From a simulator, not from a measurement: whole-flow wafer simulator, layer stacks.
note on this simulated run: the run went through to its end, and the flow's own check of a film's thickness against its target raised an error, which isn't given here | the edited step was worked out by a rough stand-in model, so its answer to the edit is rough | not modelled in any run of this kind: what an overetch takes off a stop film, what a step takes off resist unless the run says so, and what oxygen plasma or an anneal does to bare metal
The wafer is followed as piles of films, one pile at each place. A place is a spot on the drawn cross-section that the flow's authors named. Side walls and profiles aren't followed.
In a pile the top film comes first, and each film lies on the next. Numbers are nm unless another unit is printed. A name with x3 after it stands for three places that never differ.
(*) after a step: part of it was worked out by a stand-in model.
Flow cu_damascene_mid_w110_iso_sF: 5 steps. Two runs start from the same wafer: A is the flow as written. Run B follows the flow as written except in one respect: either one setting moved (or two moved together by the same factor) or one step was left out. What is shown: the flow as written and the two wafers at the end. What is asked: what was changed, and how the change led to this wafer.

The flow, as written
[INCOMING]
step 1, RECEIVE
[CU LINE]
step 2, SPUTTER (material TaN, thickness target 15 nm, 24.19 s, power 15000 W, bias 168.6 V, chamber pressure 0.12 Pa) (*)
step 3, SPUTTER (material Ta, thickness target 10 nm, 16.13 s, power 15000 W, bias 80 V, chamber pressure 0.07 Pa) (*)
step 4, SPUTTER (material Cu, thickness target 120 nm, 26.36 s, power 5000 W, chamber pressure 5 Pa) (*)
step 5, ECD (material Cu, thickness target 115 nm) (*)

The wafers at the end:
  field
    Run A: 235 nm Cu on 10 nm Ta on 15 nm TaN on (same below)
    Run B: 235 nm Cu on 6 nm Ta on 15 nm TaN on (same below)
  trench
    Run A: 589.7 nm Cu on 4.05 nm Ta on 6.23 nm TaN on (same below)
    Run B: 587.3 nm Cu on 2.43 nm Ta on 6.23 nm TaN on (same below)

The reason: step 3, SPUTTER: thickness target 6 nm was run, while the flow as written has thickness target 10 nm; step 3, SPUTTER: 9.68 s was run, where the flow has 16.13 s.
One can read it off the wafer: field has Ta 6, and step 3 as written asks for 10 nm.

Step by step, how the change led to this:
  step 3, SPUTTER (material Ta, thickness target 10 nm, 16.13 s, power 15000 W, bias 80 V, chamber pressure 0.07 Pa) (*)
      field: A +10 Ta (new film) | B +6 Ta (new film)
      trench: A +4.05 Ta (new film) | B +2.43 Ta (new film)
